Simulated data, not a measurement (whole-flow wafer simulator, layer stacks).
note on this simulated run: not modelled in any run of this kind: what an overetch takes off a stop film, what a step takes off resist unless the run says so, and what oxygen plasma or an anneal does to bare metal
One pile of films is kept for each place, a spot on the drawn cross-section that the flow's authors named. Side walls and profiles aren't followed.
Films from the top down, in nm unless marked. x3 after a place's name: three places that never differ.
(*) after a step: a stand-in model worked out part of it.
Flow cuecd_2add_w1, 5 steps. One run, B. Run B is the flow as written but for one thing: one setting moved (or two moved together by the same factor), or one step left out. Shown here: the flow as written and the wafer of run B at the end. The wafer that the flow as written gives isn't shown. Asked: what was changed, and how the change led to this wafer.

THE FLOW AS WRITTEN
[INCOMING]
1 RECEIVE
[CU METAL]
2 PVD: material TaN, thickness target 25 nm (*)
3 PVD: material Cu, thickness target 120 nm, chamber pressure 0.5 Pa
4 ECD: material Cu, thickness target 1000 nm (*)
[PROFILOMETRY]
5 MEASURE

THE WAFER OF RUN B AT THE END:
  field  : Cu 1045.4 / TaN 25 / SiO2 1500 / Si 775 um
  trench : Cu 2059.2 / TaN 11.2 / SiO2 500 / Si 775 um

The cause: step 3, PVD: thickness target 45.4 nm was run, where the flow has thickness target 120 nm.

How the change led to this, step by step:
  3 PVD: material Cu, thickness target 120 nm, chamber pressure 0.5 Pa
      field: Cu +45.4 (new film) (as written it would be: Cu +120 (new film))
      trench: Cu +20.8 (new film) (as written it would be: Cu +53.6 (new film))
  4 ECD: material Cu, thickness target 1000 nm (*)
      trench: Cu +2038.4 (as written it would be: Cu +2080.2)
